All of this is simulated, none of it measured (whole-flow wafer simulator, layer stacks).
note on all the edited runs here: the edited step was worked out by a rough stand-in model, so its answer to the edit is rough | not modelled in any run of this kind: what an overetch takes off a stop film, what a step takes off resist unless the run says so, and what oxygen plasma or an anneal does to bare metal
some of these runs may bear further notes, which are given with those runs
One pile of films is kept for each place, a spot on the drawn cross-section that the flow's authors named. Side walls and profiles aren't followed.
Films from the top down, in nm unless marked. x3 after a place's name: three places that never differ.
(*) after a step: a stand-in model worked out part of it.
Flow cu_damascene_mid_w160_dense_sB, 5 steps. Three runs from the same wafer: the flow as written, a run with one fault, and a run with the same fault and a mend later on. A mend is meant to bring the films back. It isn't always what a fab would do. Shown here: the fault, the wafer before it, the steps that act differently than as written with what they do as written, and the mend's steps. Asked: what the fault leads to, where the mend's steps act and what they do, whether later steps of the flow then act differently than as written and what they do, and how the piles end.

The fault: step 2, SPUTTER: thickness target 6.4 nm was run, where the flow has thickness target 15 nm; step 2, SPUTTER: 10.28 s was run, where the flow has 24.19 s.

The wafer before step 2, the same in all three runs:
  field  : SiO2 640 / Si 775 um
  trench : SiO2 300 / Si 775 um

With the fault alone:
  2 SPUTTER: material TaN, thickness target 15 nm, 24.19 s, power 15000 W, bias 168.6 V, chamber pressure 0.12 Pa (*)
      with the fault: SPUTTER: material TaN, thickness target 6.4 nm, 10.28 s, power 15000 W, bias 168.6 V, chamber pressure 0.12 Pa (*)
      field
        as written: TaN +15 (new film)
        with the fault: TaN +6.4 (new film)
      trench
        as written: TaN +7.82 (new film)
        with the fault: TaN +3.34 (new film)
  Later steps of the flow that act differently than as written (2 more steps differ only slightly, by at most 2% or 0.5 nm, whichever is larger, and aren't shown):
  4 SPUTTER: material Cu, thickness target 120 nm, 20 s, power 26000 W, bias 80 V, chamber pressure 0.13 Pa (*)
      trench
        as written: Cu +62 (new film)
        with the fault: Cu +63.3 (new film)
  At the end the piles differ from the flow's by more than 2% or 0.5 nm, whichever is larger, at field, trench.
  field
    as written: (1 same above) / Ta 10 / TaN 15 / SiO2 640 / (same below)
    with the fault: (1 same above) / Ta 10 / TaN 6.4 / SiO2 640 / (same below)
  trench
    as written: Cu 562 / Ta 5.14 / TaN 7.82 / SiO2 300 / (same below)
    with the fault: Cu 557.8 / Ta 5.24 / TaN 3.34 / SiO2 300 / (same below)

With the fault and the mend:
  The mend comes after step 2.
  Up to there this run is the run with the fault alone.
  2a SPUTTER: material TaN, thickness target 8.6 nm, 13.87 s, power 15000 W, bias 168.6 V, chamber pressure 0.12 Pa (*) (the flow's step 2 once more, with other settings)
      field
        TaN +8.6
      trench
        TaN +4.41
  No later step of the flow acts differently than as written, at any place that is followed, by more than 2% or 0.5 nm, whichever is larger.
  At the end the piles differ from the flow's only slightly at the places that both follow, by at most 2% or 0.5 nm, whichever is larger.
